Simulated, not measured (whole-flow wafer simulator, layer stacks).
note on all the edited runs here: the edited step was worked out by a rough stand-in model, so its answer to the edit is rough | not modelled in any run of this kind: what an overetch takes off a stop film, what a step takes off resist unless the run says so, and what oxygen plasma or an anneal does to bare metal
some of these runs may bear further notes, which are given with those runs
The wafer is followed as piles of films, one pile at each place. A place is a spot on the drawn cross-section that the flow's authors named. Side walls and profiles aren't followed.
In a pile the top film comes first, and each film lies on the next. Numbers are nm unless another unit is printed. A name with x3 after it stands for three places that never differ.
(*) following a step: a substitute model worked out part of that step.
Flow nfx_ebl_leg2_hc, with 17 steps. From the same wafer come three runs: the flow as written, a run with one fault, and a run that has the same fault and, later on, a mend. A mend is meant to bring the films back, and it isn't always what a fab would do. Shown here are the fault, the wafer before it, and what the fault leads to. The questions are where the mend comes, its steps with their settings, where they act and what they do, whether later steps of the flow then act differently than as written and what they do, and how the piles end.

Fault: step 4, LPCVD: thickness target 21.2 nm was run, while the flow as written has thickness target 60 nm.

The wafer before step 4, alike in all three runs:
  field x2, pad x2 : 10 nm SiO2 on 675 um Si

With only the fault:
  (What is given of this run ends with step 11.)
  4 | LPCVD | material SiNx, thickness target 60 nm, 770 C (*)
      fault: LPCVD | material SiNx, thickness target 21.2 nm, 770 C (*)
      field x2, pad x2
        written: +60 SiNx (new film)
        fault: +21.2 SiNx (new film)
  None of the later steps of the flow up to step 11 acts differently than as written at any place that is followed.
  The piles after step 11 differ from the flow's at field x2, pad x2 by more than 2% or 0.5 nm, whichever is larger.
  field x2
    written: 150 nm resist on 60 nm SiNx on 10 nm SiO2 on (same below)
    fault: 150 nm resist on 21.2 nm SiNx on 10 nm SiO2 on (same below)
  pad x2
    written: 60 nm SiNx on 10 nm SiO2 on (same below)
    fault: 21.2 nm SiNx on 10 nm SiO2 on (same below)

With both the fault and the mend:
  The mend follows step 5.
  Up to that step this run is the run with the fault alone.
  5a | LPCVD | material SiNx, thickness target 38.8 nm, 770 C (*) (the flow's step 4, run once more with other settings)
      field x2, pad x2
        +38.8 SiNx
  None of the later steps of the flow acts differently than as written at any place that is followed.
  By the end, the piles equal the flow's at every place that both follow.
